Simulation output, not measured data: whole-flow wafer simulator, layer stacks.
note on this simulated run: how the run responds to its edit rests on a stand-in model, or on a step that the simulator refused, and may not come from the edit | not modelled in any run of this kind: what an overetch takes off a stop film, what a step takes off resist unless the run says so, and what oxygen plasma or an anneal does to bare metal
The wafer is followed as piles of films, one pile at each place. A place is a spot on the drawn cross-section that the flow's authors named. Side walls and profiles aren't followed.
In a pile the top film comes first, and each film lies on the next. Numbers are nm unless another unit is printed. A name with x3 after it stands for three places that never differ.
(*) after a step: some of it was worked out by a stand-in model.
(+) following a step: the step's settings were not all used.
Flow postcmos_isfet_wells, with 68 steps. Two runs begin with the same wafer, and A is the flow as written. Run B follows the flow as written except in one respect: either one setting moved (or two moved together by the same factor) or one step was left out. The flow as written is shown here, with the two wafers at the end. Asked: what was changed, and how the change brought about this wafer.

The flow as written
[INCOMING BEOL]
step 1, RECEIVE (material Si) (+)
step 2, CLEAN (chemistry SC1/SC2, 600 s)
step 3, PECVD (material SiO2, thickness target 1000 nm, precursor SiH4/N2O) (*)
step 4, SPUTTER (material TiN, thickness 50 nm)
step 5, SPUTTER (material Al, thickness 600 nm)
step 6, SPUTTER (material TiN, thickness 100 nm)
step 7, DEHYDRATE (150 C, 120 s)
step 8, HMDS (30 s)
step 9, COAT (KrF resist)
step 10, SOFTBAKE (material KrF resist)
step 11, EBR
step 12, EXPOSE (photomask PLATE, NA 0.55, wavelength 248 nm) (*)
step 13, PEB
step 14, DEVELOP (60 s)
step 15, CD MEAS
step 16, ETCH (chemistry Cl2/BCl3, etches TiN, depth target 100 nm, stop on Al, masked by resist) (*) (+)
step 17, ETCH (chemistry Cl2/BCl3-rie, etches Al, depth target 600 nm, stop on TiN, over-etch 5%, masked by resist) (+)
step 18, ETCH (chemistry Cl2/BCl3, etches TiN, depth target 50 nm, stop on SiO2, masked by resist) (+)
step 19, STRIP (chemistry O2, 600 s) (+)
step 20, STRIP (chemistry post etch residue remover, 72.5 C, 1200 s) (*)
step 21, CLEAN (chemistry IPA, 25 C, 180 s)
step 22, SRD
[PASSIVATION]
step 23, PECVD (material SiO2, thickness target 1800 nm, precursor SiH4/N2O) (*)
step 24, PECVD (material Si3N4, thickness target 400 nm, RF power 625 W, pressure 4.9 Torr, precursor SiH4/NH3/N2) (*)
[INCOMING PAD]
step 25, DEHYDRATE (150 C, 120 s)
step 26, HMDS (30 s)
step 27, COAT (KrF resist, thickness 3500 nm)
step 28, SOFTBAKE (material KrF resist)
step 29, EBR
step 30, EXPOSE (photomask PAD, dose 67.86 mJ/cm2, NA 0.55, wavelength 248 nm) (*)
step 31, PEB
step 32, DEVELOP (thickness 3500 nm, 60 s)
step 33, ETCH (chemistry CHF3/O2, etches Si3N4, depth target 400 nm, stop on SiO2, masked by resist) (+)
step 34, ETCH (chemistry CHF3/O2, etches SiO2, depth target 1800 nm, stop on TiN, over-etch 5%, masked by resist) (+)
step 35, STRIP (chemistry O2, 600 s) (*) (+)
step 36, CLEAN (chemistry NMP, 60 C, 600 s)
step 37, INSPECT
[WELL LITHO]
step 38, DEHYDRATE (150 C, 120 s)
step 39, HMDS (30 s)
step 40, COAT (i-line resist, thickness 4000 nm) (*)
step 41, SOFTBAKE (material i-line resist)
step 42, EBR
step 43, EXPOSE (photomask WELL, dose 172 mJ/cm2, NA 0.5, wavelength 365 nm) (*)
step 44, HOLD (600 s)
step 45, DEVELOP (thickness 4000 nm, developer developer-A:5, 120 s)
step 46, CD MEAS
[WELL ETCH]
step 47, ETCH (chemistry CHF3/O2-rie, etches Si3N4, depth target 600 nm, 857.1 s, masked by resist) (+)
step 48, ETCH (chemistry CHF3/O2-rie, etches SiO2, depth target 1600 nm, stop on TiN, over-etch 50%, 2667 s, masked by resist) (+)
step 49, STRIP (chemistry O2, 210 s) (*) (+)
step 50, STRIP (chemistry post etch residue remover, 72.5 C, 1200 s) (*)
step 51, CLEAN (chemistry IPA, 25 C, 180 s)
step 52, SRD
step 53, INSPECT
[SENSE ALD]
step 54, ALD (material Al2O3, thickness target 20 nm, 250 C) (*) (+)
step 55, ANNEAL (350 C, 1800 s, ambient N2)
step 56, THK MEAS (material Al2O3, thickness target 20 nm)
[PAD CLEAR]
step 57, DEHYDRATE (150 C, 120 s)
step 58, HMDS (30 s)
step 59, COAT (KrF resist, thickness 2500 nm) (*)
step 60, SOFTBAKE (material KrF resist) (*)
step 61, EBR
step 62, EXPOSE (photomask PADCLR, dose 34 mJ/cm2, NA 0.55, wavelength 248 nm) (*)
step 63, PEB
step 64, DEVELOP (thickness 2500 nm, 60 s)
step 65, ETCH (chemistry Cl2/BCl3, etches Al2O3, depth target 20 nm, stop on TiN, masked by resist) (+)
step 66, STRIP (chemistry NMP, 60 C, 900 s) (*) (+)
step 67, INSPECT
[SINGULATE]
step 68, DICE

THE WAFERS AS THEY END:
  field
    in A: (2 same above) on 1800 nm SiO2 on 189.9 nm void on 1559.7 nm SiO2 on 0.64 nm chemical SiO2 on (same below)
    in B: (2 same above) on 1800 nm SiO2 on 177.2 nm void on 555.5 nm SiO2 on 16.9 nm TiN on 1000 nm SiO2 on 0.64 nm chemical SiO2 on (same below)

Cause: step 18, ETCH: depth target 32.72 nm was run, while the flow as written has depth target 50 nm.

How this came from the change, step by step:
  step 18, ETCH (chemistry Cl2/BCl3, etches TiN, depth target 50 nm, stop on SiO2, masked by resist) (+)
      field: A -50 TiN (all of it) | B -32.7 TiN
      margin, well900, well1300 x3, pad_rim, pad_clr, pad_open: A -20 KrF resist | B -13.1 KrF resist
  step 23, PECVD (material SiO2, thickness target 1800 nm, precursor SiH4/N2O) (*)
      field: A +1800 SiO2 (new film), +189.9 void (new film), +559.7 SiO2 | B +1800 SiO2 (new film), +177.2 void (new film), +555.5 SiO2 (new film)
With metal films that touch counted as one body, field has 1 body; the flow as written gives 0 bodies.
